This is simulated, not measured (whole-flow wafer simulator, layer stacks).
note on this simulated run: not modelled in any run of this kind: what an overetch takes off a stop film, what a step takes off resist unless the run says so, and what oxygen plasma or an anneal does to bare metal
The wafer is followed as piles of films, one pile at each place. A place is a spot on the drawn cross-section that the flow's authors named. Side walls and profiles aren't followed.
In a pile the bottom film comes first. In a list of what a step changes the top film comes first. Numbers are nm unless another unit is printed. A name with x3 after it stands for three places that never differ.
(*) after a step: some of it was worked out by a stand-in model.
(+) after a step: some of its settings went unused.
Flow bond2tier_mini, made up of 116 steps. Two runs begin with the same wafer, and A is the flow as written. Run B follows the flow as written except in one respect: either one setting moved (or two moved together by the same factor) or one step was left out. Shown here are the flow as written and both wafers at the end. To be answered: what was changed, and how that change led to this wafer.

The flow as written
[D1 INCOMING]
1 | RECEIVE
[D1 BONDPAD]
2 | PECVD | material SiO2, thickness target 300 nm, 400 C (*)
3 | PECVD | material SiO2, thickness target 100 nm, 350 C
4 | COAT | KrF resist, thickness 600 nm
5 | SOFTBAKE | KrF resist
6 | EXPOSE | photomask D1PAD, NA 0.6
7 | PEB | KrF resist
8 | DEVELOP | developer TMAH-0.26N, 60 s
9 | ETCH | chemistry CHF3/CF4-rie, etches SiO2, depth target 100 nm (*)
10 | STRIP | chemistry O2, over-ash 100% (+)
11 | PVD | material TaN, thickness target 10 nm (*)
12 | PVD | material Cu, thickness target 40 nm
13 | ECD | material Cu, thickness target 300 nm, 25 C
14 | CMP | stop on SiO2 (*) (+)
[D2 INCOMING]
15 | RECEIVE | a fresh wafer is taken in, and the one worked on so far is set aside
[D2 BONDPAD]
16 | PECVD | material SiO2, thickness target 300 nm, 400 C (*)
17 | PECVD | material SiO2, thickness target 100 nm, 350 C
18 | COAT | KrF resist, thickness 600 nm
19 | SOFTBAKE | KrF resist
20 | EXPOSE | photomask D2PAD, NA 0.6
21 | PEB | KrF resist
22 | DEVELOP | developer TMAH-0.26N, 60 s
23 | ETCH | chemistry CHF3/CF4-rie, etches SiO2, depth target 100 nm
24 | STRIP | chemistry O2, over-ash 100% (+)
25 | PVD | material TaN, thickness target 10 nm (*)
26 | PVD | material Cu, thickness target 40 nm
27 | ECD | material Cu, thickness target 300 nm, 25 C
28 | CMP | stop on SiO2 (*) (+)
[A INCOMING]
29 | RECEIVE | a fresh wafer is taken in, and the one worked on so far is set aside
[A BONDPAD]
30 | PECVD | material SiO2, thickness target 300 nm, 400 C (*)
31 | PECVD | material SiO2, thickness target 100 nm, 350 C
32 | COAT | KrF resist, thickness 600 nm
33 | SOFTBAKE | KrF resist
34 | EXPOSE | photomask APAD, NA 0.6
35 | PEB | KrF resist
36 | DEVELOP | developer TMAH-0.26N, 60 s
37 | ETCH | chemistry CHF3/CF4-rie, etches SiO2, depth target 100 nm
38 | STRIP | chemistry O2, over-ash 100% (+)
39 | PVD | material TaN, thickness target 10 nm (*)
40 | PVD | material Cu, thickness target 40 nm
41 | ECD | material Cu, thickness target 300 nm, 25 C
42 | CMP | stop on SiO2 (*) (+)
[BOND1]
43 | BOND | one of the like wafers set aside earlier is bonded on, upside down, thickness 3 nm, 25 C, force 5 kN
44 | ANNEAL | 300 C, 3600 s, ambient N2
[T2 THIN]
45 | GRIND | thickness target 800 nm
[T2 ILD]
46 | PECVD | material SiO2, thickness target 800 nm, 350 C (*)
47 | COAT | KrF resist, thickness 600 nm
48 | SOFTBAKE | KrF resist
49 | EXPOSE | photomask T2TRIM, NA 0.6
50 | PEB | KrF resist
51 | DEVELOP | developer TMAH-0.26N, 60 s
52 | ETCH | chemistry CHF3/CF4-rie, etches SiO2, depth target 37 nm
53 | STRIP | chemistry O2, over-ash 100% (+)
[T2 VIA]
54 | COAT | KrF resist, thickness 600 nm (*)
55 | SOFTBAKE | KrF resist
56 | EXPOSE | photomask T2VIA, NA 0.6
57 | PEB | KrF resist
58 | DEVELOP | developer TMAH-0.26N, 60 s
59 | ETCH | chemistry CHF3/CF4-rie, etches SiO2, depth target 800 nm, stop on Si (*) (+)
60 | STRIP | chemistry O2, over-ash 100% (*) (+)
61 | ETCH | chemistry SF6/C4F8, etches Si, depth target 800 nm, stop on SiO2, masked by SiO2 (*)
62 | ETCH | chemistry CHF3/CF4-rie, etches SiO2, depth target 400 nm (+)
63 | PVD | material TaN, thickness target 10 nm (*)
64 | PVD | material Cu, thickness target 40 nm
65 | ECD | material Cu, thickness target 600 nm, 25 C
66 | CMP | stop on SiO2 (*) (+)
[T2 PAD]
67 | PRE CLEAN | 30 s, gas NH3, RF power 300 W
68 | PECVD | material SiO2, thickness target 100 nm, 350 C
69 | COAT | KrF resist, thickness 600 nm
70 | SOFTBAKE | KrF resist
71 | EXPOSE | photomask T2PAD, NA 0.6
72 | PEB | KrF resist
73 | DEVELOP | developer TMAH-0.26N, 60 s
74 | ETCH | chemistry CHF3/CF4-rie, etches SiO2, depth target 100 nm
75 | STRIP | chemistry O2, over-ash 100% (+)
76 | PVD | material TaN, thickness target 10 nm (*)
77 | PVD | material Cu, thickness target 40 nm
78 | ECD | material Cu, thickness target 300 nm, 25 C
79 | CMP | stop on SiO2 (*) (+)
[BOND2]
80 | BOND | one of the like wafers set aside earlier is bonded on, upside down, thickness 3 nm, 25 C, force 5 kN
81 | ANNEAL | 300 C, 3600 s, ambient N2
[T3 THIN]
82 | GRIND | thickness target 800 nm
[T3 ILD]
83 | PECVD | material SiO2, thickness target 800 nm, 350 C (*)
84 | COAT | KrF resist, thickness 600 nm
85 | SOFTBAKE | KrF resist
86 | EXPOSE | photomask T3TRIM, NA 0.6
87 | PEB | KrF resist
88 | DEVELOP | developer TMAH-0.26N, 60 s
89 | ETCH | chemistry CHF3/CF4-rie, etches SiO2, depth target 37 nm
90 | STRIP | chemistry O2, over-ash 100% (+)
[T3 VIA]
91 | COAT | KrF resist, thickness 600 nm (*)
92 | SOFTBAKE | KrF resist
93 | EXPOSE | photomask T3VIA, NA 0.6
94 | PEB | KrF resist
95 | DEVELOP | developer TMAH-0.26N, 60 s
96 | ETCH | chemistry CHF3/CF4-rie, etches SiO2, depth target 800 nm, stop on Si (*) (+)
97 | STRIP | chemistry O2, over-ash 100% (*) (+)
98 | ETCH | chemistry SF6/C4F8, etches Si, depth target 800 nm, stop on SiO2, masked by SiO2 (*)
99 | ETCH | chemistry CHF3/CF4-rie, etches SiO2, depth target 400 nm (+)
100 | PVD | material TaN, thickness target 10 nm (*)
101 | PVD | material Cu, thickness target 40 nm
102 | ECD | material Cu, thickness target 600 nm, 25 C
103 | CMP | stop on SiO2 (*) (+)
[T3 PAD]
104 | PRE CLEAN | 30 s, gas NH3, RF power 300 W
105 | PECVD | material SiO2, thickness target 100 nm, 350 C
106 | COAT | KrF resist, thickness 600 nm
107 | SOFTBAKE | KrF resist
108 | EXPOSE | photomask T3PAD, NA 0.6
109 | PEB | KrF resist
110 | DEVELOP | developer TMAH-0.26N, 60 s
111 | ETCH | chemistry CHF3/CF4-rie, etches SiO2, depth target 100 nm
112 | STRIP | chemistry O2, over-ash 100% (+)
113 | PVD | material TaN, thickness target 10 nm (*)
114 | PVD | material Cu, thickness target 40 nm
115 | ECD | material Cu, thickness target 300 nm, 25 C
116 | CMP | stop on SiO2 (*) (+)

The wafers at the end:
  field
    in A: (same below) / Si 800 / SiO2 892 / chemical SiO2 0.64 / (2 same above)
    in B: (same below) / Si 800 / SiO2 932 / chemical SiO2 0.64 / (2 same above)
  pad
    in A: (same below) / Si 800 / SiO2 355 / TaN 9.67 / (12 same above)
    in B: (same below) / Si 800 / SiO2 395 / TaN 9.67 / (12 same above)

Cause: step 62, ETCH: depth target 360 nm was run, though the flow has depth target 400 nm; step 64, PVD: thickness target 36 nm was run, where the flow has thickness target 40 nm.

The path from the change to this, step by step:
  62 | ETCH | chemistry CHF3/CF4-rie, etches SiO2, depth target 400 nm (+)
      field, pad: A SiO2 loses 400 | B SiO2 loses 360
  64 | PVD | material Cu, thickness target 40 nm
      field: A Cu gains 40 (new film) | B Cu gains 36 (new film)
      pad: A Cu gains 38.7 (new film) | B Cu gains 34.8 (new film)
